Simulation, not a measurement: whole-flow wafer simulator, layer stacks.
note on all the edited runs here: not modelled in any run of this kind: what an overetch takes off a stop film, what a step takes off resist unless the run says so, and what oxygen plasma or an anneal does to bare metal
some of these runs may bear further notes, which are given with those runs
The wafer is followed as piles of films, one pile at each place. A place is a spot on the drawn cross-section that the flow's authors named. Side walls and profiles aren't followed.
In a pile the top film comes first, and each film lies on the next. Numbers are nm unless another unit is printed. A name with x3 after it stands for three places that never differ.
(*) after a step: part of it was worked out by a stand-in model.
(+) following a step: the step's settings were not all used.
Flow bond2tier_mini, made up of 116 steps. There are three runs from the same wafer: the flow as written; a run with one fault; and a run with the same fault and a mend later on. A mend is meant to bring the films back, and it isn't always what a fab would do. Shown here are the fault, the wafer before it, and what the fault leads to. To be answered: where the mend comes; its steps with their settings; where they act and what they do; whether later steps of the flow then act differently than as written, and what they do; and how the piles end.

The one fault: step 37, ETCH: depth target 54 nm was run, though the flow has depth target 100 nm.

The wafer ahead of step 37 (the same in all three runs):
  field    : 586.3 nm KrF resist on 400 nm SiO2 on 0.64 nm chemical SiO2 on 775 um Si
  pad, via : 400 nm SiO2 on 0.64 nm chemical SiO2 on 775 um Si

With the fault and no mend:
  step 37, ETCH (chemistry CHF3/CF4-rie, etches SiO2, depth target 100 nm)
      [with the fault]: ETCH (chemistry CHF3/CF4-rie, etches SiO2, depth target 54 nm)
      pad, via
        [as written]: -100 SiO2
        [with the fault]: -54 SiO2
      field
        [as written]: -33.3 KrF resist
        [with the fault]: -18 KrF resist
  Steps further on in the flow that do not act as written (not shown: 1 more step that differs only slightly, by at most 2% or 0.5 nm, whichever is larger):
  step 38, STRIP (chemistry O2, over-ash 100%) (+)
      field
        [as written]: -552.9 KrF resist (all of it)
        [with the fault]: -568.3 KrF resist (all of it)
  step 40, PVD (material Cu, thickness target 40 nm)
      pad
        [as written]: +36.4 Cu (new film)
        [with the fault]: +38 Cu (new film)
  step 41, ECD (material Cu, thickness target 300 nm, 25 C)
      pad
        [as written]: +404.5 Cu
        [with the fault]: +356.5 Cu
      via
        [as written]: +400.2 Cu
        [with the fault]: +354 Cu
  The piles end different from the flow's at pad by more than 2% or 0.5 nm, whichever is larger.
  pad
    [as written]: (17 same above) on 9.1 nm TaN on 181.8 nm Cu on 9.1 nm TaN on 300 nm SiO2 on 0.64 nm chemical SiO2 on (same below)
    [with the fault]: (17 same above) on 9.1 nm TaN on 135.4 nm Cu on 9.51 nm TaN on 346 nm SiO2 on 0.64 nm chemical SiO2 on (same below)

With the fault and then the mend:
  The mend stands after step 38.
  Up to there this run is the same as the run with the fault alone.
  step 38a, COAT (KrF resist, thickness 600 nm) (*) (the flow's step 32, run once more)
      field
        +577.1 KrF resist (new film)
      pad
        +623.9 KrF resist (new film)
      via
        +621 KrF resist (new film)
  step 38b, SOFTBAKE (KrF resist) (the flow's step 33, run once more)
      does not change any film at any place that is followed
  step 38c, EXPOSE (photomask APAD, NA 0.6) (the flow's step 34, run once more)
      does not change any film at any place that is followed
  step 38d, PEB (KrF resist) (the flow's step 35, run once more)
      does not change any film at any place that is followed
  step 38e, DEVELOP (developer TMAH-0.26N, 60 s) (the flow's step 36, run once more)
      field
        -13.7 KrF resist
      pad
        -623.9 KrF resist (all of it)
      via
        -621 KrF resist (all of it)
  step 38f, ETCH (chemistry CHF3/CF4-rie, etches SiO2, depth target 46 nm) (the flow's step 37, run once more with other settings)
      pad, via
        -46 SiO2
      field
        -15.3 KrF resist
  step 38g, STRIP (chemistry O2, over-ash 100%) (+) (the flow's step 38, run once more)
      field
        -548 KrF resist (all of it)
  Later steps of the flow that are run all act as written at every place that is followed.
  The piles end the same as the flow's at every place that both follow.
